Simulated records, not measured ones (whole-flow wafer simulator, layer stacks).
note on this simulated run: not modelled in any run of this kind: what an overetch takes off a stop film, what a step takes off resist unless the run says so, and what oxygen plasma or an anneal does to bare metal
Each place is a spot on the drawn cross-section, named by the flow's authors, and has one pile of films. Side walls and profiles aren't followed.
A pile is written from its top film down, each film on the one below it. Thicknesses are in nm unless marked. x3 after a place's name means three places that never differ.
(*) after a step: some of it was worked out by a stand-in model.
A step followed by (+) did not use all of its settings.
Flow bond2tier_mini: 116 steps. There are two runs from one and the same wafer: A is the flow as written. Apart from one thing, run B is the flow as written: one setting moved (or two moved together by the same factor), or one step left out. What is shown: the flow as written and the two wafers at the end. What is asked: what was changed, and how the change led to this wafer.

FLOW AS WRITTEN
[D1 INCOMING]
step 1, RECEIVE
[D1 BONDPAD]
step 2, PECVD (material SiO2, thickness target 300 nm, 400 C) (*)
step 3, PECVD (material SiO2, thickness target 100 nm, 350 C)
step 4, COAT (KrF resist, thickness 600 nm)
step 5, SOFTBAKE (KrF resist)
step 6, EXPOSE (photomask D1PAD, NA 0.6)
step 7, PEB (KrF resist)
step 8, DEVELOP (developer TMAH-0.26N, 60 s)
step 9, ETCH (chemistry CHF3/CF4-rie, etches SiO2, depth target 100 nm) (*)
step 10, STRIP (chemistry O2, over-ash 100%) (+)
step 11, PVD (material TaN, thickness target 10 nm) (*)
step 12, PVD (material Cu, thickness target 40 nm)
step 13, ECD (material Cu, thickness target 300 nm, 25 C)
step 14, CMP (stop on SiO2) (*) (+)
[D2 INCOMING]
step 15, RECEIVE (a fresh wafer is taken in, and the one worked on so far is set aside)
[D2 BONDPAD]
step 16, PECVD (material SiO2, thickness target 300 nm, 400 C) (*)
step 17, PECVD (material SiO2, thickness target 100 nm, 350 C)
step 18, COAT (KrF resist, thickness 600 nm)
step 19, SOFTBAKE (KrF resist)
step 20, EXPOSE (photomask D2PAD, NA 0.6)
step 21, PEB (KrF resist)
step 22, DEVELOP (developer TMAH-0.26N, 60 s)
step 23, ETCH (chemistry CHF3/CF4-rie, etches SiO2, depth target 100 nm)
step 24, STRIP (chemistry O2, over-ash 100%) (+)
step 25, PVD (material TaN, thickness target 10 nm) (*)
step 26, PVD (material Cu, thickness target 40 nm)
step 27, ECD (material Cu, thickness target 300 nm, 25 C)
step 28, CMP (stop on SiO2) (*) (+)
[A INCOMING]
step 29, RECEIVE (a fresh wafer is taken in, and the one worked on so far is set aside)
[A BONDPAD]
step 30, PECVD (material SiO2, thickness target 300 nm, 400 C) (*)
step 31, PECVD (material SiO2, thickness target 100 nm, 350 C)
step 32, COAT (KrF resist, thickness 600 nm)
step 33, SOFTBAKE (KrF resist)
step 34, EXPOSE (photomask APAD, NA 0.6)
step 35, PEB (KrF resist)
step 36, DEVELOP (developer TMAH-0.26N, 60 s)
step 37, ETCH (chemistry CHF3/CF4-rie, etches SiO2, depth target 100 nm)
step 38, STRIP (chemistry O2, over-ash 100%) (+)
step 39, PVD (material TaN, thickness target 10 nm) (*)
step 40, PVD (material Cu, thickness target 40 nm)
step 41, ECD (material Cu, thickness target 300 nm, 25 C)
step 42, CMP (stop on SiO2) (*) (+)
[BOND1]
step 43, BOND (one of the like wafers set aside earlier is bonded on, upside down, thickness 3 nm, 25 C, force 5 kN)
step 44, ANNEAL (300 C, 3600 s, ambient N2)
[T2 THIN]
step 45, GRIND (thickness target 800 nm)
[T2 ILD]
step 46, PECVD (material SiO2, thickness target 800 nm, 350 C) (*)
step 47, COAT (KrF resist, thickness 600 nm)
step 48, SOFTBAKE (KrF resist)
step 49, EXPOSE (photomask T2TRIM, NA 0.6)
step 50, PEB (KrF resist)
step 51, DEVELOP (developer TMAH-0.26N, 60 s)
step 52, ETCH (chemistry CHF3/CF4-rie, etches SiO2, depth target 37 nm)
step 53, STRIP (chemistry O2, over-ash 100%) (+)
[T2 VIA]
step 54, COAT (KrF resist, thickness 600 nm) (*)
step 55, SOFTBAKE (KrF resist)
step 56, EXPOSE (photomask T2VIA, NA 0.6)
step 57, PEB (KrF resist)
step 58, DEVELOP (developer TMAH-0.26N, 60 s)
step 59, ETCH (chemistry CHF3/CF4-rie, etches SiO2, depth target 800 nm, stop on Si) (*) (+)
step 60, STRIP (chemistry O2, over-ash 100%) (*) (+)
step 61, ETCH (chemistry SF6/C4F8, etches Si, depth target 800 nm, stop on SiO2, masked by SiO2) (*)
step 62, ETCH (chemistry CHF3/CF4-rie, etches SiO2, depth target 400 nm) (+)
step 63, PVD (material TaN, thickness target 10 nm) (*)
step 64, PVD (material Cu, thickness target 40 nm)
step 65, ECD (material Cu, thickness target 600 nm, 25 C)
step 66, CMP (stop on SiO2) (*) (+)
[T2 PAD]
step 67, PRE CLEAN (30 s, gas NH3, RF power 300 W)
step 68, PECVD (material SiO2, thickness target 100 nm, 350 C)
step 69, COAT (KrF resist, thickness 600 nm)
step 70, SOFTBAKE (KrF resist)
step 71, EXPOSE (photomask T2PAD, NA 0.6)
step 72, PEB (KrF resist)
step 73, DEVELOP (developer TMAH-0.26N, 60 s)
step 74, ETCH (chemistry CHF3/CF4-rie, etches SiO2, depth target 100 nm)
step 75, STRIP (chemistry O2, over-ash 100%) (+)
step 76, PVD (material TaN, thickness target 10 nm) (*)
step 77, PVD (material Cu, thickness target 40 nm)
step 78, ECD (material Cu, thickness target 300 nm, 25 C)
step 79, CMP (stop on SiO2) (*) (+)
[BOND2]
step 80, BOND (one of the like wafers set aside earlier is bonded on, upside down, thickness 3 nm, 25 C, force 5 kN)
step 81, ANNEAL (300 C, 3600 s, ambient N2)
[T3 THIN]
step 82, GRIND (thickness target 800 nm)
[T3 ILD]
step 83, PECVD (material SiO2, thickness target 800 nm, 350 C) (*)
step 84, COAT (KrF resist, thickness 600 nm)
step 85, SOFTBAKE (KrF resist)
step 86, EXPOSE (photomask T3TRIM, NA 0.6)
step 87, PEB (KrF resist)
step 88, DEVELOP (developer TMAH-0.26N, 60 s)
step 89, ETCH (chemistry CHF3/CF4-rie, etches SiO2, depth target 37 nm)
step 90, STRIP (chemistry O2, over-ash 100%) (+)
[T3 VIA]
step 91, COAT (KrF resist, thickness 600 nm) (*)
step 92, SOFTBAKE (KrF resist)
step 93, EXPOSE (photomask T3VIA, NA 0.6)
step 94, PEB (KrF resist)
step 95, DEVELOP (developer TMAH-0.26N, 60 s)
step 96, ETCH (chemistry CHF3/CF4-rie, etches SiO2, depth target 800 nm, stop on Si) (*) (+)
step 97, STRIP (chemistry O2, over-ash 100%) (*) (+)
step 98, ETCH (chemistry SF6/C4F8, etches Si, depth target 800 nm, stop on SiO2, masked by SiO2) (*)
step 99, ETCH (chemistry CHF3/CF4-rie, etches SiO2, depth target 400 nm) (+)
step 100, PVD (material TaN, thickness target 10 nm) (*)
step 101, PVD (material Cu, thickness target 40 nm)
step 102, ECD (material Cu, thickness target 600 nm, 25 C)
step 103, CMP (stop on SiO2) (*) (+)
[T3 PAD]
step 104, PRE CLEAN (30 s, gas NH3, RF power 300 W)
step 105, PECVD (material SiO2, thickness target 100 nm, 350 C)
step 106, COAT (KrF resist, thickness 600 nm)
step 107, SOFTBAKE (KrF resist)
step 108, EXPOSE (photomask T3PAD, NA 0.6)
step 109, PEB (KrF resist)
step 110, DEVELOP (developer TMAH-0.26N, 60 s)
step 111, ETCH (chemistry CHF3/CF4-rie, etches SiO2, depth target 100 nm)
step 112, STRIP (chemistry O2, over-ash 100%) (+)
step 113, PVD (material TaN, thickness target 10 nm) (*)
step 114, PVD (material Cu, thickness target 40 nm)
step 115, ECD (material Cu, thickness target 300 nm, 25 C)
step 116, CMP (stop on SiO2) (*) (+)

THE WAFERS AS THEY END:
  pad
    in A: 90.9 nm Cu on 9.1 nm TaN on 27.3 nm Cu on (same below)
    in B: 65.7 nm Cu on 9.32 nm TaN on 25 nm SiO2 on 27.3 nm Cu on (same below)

The reason: step 111, ETCH: depth target 75 nm was run, whereas the flow has depth target 100 nm.

The path from the change to this, step by step:
  step 111, ETCH (chemistry CHF3/CF4-rie, etches SiO2, depth target 100 nm)
      pad: A -100 SiO2 (all of it) | B -75 SiO2
      field: A -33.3 KrF resist | B -25 KrF resist
  step 114, PVD (material Cu, thickness target 40 nm)
      pad: A +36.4 Cu (new film) | B +37.3 Cu (new film)
  step 115, ECD (material Cu, thickness target 300 nm, 25 C)
      pad: A +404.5 Cu | B +378.4 Cu
If metal films that touch count as one body, pad has 4 bodies (between them, from the top down: SiO2 25; SiO2 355 / Si 800 / chemical SiO2 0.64 / SiO2 300; SiO2 355 / Si 800 / chemical SiO2 0.64 / SiO2 300); the flow as written gives 3 bodies (between them, from the top down: SiO2 355 / Si 800 / chemical SiO2 0.64 / SiO2 300; SiO2 355 / Si 800 / chemical SiO2 0.64 / SiO2 300).
